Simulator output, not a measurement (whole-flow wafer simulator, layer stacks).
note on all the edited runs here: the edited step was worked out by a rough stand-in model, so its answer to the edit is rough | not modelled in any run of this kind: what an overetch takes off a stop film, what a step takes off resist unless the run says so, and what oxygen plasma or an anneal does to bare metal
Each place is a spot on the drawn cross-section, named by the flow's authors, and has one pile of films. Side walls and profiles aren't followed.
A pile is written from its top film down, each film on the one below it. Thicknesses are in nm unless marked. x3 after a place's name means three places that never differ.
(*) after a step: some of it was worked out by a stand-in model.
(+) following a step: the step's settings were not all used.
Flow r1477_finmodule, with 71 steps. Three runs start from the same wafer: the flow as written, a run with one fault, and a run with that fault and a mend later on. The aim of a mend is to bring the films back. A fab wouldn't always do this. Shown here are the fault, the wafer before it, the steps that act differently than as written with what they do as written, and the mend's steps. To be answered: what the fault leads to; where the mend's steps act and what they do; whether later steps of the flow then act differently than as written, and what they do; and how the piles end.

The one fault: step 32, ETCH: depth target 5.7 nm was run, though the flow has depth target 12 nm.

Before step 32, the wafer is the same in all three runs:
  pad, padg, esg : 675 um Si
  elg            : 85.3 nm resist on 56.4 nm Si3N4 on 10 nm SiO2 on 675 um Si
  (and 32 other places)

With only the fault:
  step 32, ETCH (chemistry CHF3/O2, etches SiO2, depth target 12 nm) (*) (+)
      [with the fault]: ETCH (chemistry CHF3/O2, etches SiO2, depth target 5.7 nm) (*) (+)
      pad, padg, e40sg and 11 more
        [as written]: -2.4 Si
        [with the fault]: -1.14 Si
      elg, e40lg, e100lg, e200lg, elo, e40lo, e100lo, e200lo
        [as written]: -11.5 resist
        [with the fault]: -5.46 resist
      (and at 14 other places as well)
  Steps later in the flow that act otherwise than as written (2 other steps are not shown; they differ only slightly, by no more than 2% or 0.5 nm, whichever is larger):
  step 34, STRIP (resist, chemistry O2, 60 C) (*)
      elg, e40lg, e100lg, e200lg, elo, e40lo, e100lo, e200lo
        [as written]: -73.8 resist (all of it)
        [with the fault]: -79.8 resist (all of it)
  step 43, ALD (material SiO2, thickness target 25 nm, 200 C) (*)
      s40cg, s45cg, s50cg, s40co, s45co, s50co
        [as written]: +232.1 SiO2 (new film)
        [with the fault]: +237.1 SiO2 (new film)
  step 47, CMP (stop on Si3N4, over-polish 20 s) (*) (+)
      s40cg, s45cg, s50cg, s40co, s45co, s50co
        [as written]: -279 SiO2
        [with the fault]: -285.3 SiO2
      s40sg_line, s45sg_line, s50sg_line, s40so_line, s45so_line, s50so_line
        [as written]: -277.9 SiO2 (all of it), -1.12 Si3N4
        [with the fault]: -284.2 SiO2 (all of it), -1.12 Si3N4
  At the end the piles are close to the flow's at the places that both follow, differing by at most 2% or 0.5 nm, whichever is larger.

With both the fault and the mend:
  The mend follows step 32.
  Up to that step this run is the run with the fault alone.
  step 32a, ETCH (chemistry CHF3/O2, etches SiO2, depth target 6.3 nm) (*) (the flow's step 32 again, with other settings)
      pad, padg, e40sg and 11 more
        -1.26 Si
      elg, e40lg, e100lg, e200lg, elo, e40lo, e100lo, e200lo
        -6.04 resist
      s40sg_line, s45sg_line, s50sg_line, s40so_line, s45so_line, s50so_line
        -6.3 SiO2
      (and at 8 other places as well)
  Every later step of the flow that is run acts as written, at every place that is followed, to within 2% or 0.5 nm, whichever is larger.
  At the end the piles are close to the flow's at the places that both follow, differing by at most 2% or 0.5 nm, whichever is larger.
